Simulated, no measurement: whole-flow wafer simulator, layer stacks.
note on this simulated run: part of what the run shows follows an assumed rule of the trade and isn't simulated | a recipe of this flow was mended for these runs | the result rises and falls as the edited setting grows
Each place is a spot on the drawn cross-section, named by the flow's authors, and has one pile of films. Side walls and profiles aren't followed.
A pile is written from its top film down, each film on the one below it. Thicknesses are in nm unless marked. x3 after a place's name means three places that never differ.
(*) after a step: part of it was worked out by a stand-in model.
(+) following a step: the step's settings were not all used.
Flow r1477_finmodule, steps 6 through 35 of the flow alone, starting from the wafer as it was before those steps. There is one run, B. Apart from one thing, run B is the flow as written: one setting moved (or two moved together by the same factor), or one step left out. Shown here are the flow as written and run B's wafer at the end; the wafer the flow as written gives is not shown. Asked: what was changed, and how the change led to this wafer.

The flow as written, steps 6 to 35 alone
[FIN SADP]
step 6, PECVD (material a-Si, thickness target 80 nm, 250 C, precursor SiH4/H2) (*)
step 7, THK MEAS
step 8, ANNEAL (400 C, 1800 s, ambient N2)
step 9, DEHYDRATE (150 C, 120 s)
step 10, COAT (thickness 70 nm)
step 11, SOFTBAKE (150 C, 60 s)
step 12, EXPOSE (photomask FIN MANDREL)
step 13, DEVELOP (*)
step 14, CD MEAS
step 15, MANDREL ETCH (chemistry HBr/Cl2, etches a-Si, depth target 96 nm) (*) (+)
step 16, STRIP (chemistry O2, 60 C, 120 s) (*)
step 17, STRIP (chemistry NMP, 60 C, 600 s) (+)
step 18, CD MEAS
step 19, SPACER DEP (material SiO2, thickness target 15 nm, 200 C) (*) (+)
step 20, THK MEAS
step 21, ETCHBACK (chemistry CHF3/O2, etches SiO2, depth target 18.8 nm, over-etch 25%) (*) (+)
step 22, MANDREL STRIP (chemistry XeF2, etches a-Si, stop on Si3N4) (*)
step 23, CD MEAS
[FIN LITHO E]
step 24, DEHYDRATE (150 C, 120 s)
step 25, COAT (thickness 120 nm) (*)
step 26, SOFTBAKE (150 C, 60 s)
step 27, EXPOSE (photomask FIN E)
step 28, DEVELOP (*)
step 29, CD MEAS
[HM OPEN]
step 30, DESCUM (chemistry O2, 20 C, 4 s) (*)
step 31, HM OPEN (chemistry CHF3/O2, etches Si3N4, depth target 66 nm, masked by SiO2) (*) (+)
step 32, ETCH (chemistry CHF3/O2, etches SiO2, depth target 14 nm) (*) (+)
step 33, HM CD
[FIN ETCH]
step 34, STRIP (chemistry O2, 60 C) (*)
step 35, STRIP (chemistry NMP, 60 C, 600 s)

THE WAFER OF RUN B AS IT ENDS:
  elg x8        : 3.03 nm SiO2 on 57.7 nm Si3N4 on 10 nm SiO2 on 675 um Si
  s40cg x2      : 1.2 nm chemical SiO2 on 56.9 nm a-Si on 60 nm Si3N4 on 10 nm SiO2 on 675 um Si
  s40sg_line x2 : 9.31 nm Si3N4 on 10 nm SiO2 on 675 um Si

The reason: step 21, ETCHBACK: depth target 12 nm was run, while the flow as written has depth target 18.8 nm.

Step by step, how the change led to this:
  step 21, ETCHBACK (chemistry CHF3/O2, etches SiO2, depth target 18.8 nm, over-etch 25%) (*) (+)
      pad x2, elg x8, esg x2 and 12 more: SiO2 loses 12 (it would be, as written: SiO2 loses 15 (all of it), Si3N4 loses 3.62)
      s40cg x2, s45cg x2, s50cg x2: SiO2 loses 12 (it would be, as written: SiO2 loses 15 (all of it), chemical SiO2 loses 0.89 (all of it), a-Si loses 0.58)
  step 22, MANDREL STRIP (chemistry XeF2, etches a-Si, stop on Si3N4) (*)
      s40cg x2, s45cg x2, s50cg x2: nothing (it would be, as written: a-Si loses 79 (all of it))
  step 25, COAT (thickness 120 nm) (*)
      s40cg x2: e-beam-resist gains 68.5 (new film) (it would be, as written: e-beam-resist gains 136.7 (new film))
      s40sg x2: e-beam-resist gains 151.2 (new film) (it would be, as written: e-beam-resist gains 142.6 (new film))
      (as well as at 14 more places)
  step 28, DEVELOP (*)
      s40cg x2: e-beam-resist loses 68.5 (all of it) (it would be, as written: e-beam-resist loses 136.7 (all of it))
      s40sg x2: e-beam-resist loses 151.2 (all of it) (it would be, as written: e-beam-resist loses 142.6 (all of it))
      (as well as at 14 more places)
  step 31, HM OPEN (chemistry CHF3/O2, etches Si3N4, depth target 66 nm, masked by SiO2) (*) (+)
      pad x2, esg x2, e40sg x2, e100sg x2, e200sg x2, s40sg x2, s45sg x2, s50sg x2: SiO2 loses 3.03 (all of it), Si3N4 loses 57.7 (all of it), SiO2 loses 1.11 (it would be, as written: Si3N4 loses 54.1 (all of it), SiO2 loses 5.95)
      s40cg x2, s45cg x2, s50cg x2: SiO2 loses 3.05 (all of it), chemical SiO2 loses 0.89 (all of it), a-Si loses 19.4 (it would be, as written: Si3N4 loses 60 (all of it), SiO2 loses 3)
      (as well as at 6 more places)
  step 32, ETCH (chemistry CHF3/O2, etches SiO2, depth target 14 nm) (*) (+)
      s40cg x2, s45cg x2, s50cg x2: a-Si loses 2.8 (it would be, as written: SiO2 loses 7 (all of it), Si loses 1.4)
      s45sg_line x2, s50sg_line x2: Si3N4 loses 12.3 (it would be, as written: SiO2 loses 14)
      (as well as at 18 more places)
  step 34, STRIP (chemistry O2, 60 C) (*)
      s40cg x2, s45cg x2, s50cg x2: chemical SiO2 gains 1.2 (new film), a-Si loses 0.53 (it would be, as written: chemical SiO2 gains 1.2 (new film), Si loses 0.53)
